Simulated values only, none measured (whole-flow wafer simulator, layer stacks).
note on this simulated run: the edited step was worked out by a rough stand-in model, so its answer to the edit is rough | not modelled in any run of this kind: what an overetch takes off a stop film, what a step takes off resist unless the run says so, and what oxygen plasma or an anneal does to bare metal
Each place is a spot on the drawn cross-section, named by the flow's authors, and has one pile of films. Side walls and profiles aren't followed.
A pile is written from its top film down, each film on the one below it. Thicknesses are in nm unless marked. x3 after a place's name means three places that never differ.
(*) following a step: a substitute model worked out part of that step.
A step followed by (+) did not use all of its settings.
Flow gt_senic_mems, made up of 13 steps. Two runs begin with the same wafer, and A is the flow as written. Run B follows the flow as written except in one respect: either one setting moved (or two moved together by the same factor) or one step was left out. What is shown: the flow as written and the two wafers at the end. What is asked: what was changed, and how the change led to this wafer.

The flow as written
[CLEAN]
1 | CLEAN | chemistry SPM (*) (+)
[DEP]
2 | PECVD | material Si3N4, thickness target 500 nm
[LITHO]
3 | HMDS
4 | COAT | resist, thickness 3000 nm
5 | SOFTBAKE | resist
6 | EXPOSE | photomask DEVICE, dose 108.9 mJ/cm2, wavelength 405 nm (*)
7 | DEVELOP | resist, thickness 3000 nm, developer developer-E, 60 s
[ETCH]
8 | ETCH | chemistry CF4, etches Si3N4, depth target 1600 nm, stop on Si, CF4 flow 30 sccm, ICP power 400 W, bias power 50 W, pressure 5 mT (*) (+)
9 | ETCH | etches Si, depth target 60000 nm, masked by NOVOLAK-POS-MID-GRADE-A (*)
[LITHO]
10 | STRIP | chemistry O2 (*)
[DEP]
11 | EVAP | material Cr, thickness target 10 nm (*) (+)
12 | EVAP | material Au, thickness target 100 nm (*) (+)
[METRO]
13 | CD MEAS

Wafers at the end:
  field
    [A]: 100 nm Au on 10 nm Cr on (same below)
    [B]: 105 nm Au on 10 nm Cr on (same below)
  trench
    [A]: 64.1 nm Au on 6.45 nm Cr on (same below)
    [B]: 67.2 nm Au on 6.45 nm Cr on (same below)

Cause: step 12, EVAP: thickness target 105 nm was run, whereas the flow has thickness target 100 nm.
One can read it off the wafer: field has Au 105, and step 12 as written asks for 100 nm.

The path from the change to this, step by step:
  12 | EVAP | material Au, thickness target 100 nm (*) (+)
      field: A Au gains 100 (new film) | B Au gains 105 (new film)
      trench: A Au gains 64.1 (new film) | B Au gains 67.2 (new film)
